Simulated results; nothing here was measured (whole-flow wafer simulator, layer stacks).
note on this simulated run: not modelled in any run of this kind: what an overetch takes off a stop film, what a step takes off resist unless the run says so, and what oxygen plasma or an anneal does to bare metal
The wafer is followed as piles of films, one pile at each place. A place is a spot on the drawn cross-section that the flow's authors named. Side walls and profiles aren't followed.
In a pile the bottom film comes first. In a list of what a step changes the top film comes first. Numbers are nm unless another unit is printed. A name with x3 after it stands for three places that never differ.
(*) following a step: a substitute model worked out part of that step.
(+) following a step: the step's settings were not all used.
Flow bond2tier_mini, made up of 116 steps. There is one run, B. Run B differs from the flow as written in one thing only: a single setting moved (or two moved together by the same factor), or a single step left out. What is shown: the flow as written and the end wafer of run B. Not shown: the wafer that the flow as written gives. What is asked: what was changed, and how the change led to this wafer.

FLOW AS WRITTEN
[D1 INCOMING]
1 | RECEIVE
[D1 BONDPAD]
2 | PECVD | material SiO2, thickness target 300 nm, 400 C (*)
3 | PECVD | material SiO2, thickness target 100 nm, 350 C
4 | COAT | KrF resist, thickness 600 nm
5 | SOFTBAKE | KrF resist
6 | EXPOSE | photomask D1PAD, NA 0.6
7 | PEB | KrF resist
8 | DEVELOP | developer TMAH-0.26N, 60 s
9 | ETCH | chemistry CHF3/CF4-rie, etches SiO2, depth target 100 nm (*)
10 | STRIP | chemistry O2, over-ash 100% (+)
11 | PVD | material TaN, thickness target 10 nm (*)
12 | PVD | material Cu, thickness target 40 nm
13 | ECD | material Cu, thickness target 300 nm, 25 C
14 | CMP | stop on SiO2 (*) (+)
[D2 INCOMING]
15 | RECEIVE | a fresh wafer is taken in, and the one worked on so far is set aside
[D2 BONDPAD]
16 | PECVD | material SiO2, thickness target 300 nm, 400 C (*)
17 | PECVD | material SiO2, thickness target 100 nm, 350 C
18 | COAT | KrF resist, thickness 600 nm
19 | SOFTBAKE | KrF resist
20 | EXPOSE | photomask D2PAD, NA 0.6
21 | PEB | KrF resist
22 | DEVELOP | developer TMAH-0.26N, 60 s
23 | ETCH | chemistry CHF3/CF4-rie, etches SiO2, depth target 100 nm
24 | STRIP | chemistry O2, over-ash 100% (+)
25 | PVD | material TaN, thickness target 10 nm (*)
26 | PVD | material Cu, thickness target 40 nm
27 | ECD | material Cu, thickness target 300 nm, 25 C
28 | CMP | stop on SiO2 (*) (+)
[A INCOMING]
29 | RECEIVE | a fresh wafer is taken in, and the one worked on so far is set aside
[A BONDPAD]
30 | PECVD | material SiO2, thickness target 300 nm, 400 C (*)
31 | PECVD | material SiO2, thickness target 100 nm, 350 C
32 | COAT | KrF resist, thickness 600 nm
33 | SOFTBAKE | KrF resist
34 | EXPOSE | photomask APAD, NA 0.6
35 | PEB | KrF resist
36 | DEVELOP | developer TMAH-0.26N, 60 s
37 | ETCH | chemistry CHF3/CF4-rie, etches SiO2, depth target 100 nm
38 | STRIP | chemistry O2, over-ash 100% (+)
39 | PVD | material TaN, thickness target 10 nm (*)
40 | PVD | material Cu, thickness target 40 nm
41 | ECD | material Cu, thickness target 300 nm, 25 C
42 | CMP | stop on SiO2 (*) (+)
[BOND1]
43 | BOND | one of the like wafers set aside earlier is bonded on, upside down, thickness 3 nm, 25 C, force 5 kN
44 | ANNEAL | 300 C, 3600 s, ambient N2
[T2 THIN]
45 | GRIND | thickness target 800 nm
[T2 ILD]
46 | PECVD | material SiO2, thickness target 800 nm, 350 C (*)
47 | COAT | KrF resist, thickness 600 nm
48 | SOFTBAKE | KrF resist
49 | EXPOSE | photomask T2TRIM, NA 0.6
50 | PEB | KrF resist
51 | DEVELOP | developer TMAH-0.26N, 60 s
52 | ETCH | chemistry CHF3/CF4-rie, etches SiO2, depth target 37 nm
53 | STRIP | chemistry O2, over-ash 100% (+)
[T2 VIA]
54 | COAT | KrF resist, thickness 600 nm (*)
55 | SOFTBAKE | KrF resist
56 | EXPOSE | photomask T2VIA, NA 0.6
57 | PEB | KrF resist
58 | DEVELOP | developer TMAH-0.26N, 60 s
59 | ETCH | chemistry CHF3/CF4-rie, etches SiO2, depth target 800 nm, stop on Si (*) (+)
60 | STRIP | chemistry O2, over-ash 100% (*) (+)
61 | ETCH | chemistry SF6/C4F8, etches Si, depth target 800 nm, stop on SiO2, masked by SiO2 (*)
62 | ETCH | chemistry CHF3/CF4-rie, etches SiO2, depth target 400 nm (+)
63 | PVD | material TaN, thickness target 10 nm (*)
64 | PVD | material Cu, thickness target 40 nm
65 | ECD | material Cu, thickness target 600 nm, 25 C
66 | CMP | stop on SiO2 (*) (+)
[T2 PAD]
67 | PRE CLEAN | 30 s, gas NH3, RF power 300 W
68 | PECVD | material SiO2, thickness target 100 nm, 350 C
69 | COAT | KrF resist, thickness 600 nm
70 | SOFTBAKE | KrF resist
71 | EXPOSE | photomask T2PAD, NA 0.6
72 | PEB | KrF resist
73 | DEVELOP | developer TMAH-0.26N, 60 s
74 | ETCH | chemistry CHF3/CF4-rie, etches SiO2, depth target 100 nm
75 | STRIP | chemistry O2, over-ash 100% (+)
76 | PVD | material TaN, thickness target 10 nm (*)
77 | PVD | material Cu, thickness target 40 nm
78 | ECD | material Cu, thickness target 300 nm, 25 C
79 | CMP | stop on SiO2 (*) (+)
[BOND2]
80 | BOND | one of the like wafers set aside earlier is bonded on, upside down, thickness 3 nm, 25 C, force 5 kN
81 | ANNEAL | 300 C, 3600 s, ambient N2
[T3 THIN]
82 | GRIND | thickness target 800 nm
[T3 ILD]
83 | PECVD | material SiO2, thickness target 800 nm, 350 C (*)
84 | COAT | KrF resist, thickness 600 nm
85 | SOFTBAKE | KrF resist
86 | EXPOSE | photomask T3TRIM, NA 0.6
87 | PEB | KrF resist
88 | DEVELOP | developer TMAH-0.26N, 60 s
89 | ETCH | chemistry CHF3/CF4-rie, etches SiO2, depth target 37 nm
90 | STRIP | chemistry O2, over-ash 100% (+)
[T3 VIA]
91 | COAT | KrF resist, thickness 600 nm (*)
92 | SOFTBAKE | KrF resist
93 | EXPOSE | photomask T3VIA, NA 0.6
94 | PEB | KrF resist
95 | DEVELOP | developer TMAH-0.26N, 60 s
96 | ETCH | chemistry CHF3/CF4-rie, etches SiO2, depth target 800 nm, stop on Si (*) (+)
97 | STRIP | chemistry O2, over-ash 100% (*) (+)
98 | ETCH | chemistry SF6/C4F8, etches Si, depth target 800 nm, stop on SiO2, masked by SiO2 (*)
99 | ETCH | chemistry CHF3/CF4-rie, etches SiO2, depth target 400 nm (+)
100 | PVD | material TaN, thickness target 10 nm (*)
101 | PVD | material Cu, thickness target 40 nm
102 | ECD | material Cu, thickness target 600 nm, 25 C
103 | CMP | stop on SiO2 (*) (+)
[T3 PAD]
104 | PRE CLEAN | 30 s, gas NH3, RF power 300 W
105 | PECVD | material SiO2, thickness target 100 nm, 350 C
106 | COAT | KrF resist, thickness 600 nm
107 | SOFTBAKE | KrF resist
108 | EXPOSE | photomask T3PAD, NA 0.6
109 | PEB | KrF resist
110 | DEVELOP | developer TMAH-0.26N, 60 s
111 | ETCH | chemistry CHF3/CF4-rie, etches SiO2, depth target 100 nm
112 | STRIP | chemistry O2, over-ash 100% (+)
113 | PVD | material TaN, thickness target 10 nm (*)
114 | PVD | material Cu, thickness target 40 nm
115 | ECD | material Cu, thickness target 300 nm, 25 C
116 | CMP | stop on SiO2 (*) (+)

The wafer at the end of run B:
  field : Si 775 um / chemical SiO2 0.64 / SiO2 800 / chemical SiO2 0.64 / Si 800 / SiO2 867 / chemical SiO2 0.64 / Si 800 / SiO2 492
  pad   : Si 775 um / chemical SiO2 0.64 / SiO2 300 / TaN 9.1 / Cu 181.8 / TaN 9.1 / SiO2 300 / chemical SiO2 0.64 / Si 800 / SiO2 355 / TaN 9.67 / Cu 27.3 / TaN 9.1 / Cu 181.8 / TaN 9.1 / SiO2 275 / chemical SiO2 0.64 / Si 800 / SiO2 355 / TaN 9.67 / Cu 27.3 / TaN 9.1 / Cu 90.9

What caused this: step 17, PECVD: thickness target 75 nm was run, whereas the flow has thickness target 100 nm.

How this came from the change, step by step:
  17 | PECVD | material SiO2, thickness target 100 nm, 350 C
      field, pad, via: +75 SiO2 (it would be, as written: +100 SiO2)
  80 | BOND | one of the like wafers set aside earlier is bonded on, upside down, thickness 3 nm, 25 C, force 5 kN
      field: +775 um Si (new film), +0.64 chemical SiO2 (new film), +375 SiO2 (it would be, as written: +775 um Si (new film), +0.64 chemical SiO2 (new film), +400 SiO2)
      pad: +775 um Si (new film), +0.64 chemical SiO2 (new film), +275 SiO2 (new film), +9.1 TaN (new film), +90.9 Cu (it would be, as written: +775 um Si (new film), +0.64 chemical SiO2 (new film), +300 SiO2 (new film), +9.1 TaN (new film), +90.9 Cu)
